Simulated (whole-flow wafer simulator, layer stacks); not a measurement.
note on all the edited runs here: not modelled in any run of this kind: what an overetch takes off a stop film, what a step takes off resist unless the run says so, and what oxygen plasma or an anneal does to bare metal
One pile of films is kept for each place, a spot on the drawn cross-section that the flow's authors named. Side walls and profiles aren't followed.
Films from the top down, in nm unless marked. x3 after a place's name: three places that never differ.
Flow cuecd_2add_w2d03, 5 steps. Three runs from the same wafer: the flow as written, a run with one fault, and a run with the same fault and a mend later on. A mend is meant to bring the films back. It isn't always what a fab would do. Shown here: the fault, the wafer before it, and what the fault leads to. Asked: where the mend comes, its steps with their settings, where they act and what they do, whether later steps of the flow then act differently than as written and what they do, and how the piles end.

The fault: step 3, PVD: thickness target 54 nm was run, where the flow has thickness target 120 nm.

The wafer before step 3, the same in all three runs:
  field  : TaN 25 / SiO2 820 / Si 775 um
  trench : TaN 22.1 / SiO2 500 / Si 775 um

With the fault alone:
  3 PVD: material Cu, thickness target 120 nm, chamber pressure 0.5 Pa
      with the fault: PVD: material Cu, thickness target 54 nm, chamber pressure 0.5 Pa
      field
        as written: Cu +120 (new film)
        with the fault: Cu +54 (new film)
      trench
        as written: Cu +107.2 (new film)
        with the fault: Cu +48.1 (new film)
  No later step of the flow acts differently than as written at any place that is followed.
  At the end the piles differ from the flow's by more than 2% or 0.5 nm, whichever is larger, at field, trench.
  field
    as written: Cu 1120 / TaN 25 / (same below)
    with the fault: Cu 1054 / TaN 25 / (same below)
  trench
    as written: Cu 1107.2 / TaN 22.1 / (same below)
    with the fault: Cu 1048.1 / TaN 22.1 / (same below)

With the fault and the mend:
  The mend comes after step 3.
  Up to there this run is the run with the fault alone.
  3a PVD: material Cu, thickness target 66 nm, chamber pressure 0.5 Pa (the flow's step 3 once more, with other settings)
      field
        Cu +66
      trench
        Cu +58.6
  No later step of the flow acts differently than as written at any place that is followed.
  At the end the piles differ from the flow's only slightly at the places that both follow, by at most 2% or 0.5 nm, whichever is larger.
